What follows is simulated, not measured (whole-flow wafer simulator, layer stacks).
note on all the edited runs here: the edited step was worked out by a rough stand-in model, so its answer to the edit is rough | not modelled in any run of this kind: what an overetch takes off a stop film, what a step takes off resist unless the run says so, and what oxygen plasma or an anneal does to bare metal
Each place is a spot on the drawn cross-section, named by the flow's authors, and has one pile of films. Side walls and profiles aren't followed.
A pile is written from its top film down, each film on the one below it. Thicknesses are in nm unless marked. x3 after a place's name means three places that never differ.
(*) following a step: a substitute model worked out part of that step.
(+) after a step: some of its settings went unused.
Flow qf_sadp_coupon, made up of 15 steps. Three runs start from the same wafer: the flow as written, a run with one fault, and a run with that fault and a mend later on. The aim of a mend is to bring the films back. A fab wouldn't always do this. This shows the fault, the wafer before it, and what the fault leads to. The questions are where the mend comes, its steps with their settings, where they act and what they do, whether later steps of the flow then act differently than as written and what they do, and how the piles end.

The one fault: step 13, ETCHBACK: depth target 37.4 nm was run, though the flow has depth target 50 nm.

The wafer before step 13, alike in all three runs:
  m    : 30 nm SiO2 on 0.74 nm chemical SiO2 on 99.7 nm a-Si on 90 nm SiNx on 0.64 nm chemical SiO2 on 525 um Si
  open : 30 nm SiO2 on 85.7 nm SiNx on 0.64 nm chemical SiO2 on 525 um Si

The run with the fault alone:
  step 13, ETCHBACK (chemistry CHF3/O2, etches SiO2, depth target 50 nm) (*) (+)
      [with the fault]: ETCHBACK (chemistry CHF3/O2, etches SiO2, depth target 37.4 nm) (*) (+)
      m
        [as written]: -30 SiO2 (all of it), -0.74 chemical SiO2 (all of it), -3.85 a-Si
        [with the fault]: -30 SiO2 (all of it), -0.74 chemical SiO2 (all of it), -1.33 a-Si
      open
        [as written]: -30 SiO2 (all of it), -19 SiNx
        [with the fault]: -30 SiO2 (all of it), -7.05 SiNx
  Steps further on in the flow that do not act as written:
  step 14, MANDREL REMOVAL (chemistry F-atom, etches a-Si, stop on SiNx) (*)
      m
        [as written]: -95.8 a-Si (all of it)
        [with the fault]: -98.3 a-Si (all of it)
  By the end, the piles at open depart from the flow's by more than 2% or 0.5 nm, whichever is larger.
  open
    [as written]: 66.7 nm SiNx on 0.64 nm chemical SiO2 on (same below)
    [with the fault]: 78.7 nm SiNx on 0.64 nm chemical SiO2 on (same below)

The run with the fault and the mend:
  After step 13 comes the mend.
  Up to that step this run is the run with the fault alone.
  step 13a, ETCHBACK (chemistry CHF3/O2, etches SiO2, depth target 12.6 nm) (*) (+) (the flow's step 13 again, with other settings)
      m
        -2.52 a-Si
      open
        -12 SiNx
  None of the later steps of the flow acts differently than as written at any place that is followed.
  At every place that both follow, the piles at the end match the flow's.
